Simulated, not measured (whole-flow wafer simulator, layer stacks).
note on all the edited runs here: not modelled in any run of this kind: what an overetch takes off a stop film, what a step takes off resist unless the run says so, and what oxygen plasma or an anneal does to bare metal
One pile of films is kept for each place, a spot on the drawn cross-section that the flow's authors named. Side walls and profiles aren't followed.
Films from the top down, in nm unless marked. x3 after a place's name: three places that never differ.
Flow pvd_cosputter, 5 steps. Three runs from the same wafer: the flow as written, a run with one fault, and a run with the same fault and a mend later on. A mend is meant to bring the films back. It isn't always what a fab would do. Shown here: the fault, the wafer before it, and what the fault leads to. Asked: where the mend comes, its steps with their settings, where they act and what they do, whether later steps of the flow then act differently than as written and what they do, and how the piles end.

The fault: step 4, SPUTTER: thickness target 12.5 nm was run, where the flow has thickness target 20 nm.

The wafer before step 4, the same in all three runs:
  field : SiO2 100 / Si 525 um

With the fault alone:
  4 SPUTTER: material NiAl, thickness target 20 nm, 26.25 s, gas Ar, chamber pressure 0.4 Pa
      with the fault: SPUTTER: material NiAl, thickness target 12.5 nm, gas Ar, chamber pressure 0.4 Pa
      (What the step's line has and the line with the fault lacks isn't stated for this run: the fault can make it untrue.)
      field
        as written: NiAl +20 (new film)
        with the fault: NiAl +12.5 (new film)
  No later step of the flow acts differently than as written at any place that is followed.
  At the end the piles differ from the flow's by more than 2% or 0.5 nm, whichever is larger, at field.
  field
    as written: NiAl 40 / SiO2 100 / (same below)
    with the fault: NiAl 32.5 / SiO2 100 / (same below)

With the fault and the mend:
  The mend comes after step 4.
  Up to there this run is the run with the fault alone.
  4a SPUTTER: material NiAl, thickness target 7.5 nm, gas Ar, chamber pressure 0.4 Pa (the flow's step 4 once more, with other settings)
      field
        NiAl +7.5
  No later step of the flow acts differently than as written at any place that is followed.
  At the end the piles are the same as the flow's at every place that both follow.
